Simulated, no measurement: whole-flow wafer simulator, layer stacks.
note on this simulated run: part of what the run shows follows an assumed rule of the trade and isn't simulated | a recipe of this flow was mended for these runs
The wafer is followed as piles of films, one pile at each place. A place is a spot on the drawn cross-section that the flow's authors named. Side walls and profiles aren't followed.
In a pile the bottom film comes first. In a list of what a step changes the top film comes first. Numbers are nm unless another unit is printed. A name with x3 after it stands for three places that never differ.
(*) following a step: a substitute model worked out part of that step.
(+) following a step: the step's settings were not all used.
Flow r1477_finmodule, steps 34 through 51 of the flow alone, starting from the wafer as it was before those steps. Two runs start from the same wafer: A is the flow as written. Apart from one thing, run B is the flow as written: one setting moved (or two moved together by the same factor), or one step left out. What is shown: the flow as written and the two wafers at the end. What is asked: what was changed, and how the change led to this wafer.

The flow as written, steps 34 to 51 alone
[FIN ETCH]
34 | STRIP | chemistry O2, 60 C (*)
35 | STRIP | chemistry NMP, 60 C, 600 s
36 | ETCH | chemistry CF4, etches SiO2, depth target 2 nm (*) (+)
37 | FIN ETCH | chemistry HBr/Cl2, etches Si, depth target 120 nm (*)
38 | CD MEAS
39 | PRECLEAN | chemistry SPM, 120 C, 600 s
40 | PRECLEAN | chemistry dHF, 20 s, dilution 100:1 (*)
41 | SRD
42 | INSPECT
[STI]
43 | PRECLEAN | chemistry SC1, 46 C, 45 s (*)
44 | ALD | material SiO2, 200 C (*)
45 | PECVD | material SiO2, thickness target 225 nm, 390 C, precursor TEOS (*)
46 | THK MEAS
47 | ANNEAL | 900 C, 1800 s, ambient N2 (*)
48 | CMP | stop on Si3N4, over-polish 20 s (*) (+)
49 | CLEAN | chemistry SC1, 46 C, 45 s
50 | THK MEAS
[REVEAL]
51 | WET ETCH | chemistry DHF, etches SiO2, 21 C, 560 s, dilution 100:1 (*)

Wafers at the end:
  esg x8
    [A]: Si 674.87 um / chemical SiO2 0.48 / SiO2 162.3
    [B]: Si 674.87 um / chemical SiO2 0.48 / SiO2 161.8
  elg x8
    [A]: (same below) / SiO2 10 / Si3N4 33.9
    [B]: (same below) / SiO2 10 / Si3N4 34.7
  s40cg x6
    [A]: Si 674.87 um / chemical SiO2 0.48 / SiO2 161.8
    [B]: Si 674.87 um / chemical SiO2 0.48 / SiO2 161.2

The reason: step 36, ETCH: depth target 1.3 nm was run, whereas the flow has depth target 2 nm.

Step by step, how the change led to this:
  36 | ETCH | chemistry CF4, etches SiO2, depth target 2 nm (*) (+)
      pad x2, esg x8, s40cg x6, s40sg x6: A -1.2 chemical SiO2 (all of it), -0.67 Si | B -1.2 chemical SiO2 (all of it), -0.09 Si
      elg x8: A -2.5 Si3N4 | B -1.62 Si3N4
      (also at 6 further places)
  51 | WET ETCH | chemistry DHF, etches SiO2, 21 C, 560 s, dilution 100:1 (*)
      elg x8: A -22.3 SiO2 (all of it), -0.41 Si3N4 | B -21.4 SiO2 (all of it), -0.45 Si3N4
